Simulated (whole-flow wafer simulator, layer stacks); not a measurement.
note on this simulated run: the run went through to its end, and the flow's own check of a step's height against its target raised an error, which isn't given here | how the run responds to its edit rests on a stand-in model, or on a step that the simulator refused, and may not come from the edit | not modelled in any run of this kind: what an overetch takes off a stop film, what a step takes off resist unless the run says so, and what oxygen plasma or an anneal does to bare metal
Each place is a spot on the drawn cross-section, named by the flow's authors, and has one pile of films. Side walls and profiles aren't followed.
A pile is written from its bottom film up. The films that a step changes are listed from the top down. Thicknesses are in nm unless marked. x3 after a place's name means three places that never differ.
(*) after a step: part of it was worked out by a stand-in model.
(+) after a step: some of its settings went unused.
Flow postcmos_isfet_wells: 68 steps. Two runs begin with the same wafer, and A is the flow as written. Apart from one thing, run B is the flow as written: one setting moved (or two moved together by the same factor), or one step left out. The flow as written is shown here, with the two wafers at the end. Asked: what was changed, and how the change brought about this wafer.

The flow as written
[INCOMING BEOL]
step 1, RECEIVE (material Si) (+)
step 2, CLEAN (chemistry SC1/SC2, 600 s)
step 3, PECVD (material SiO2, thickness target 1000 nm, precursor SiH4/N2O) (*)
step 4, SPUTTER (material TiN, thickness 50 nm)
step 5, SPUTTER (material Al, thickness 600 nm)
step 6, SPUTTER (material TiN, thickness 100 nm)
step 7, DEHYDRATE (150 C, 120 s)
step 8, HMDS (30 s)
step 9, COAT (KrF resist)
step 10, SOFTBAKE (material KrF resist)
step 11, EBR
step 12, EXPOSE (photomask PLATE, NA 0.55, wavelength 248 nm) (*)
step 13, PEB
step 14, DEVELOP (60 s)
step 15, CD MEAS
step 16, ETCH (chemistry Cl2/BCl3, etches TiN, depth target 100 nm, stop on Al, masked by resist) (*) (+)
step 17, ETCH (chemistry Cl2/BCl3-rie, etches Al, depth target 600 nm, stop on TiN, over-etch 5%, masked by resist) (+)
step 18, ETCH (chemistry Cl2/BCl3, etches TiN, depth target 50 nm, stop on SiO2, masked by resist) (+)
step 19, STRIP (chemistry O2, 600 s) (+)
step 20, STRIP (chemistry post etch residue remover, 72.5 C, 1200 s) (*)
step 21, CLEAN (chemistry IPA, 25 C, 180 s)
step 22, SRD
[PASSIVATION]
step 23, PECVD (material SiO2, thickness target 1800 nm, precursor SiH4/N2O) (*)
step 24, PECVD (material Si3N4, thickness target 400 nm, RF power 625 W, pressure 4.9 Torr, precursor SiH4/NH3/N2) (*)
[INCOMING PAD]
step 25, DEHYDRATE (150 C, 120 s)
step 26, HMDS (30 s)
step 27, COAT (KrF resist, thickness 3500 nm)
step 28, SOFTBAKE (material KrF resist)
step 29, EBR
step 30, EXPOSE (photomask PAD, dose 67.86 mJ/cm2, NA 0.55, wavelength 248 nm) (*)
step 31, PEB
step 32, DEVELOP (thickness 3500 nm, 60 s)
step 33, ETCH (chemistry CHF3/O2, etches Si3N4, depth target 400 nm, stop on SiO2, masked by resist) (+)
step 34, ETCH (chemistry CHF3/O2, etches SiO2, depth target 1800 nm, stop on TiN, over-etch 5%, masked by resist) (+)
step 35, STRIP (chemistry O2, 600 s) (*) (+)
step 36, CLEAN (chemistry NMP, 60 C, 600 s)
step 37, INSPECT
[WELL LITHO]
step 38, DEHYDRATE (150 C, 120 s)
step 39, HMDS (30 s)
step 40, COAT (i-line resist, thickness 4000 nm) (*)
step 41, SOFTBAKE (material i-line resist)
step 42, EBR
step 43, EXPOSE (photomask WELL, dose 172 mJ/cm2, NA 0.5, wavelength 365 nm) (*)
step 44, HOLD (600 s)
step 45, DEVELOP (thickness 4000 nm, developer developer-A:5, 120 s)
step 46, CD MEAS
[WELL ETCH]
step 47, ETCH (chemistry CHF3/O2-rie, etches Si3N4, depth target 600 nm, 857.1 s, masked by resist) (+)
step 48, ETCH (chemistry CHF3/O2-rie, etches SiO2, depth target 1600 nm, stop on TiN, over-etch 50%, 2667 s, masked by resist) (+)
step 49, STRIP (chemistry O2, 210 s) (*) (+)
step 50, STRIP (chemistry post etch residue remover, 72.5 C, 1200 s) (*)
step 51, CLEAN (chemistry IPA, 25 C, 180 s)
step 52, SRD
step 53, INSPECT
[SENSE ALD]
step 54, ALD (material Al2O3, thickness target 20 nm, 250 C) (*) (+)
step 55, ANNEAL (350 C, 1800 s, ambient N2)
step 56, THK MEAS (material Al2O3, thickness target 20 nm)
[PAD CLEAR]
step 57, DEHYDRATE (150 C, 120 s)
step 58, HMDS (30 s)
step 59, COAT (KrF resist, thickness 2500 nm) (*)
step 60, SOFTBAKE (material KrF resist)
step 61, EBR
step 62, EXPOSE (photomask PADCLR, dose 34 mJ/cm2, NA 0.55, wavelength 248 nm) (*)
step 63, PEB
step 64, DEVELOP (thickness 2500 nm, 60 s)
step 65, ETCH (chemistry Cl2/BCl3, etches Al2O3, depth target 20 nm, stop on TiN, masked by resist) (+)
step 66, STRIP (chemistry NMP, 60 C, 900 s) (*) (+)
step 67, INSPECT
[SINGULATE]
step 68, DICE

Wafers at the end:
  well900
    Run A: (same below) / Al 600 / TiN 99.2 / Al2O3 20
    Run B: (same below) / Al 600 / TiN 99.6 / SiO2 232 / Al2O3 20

What caused this: step 48, ETCH: depth target 912 nm was run, whereas the flow has depth target 1600 nm; step 48, ETCH: 1520 s was run, where the flow has 2667 s.

The path from the change to this, step by step:
  step 48, ETCH (chemistry CHF3/O2-rie, etches SiO2, depth target 1600 nm, stop on TiN, over-etch 50%, 2667 s, masked by resist) (+)
      well900, well1300 x3: A SiO2 loses 1600 (all of it) | B SiO2 loses 1368
      field, margin, pad_rim, pad_clr, pad_open: A i-line resist loses 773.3 | B i-line resist loses 440.8
  step 49, STRIP (chemistry O2, 210 s) (*) (+)
      field, margin, pad_rim: A i-line resist loses 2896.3 (all of it) | B i-line resist loses 3228.9 (all of it)
      pad_clr: A i-line resist loses 1996.5 (all of it) | B i-line resist loses 2329 (all of it)
      (as well as at 1 more place)
  step 59, COAT (KrF resist, thickness 2500 nm) (*)
      field: A KrF resist gains 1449 (new film) | B KrF resist gains 1560 (new film)
      margin: A KrF resist gains 1448.9 (new film) | B KrF resist gains 1559.9 (new film)
  step 63, PEB
      field, margin: A KrF resist loses 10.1 | B KrF resist loses 10.9
  step 66, STRIP (chemistry NMP, 60 C, 900 s) (*) (+)
      field: A KrF resist loses 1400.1 (all of it) | B KrF resist loses 1510.4 (all of it)
      margin: A KrF resist loses 1400.1 (all of it) | B KrF resist loses 1510.3 (all of it)
